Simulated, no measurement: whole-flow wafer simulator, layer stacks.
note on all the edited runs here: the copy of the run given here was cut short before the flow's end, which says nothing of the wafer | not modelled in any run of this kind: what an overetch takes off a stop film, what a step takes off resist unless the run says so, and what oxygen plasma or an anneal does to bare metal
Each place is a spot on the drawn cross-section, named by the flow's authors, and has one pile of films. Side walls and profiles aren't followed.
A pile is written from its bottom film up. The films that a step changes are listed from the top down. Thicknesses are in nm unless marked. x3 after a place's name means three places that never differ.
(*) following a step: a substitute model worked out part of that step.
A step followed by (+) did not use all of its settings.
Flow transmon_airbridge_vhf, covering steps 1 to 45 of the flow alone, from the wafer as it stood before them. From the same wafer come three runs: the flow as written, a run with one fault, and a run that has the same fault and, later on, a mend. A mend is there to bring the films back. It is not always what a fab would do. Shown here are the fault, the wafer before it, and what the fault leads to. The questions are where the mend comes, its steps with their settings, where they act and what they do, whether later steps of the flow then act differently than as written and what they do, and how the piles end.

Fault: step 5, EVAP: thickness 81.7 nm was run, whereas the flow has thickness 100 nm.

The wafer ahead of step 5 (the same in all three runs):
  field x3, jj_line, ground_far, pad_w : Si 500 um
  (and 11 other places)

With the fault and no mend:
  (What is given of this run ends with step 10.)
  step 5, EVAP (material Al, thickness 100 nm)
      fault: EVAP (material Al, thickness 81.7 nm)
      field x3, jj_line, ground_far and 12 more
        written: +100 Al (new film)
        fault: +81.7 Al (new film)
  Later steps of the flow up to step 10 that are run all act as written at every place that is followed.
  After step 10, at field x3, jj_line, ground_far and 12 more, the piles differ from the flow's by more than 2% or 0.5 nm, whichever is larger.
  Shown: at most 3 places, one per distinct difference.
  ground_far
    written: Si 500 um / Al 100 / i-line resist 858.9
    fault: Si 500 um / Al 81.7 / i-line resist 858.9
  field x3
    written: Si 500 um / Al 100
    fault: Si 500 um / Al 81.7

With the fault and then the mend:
  After step 10 comes the mend.
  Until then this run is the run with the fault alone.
  step 10a, STRIP (i-line resist, 80 C, 600 s) (+)
      ground_far, pad_w, flank_w and 8 more
        -858.9 i-line resist (all of it)
  step 10b, EVAP (material Al, thickness 18.3 nm) (the flow's step 5 again, with other settings)
      field x3, jj_line, ground_far and 12 more
        +18.3 Al
  step 10c, COAT (i-line resist, thickness 900 nm) (the flow's step 6 again)
      field x3, jj_line, ground_far and 12 more
        +900 i-line resist (new film)
  step 10d, SOFTBAKE (i-line resist, 90 C, 90 s) (the flow's step 7 again)
      leaves every film unchanged at each place that is followed
  step 10e, EXPOSE (i-line resist, thickness 900 nm, photomask AB CPW, dose 155.4 mJ/cm2, NA 0.45, wavelength 365 nm) (*) (the flow's step 8 again)
      leaves every film unchanged at each place that is followed
  step 10f, PEB (i-line resist, 110 C, 60 s) (the flow's step 9 again)
      field x3, jj_line, ground_far and 12 more
        -41 i-line resist
  step 10g, DEVELOP (i-line resist, thickness 900 nm, developer developer-B, 60 s) (the flow's step 10 again)
      ground_far, pad_w, flank_w and 8 more
        -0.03 i-line resist
      field x3, jj_line, gap_w, gap_e
        -859 i-line resist (all of it)
  Later steps of the flow that are run all act as written at every place that is followed.
  By the end, the piles equal the flow's at every place that both follow.
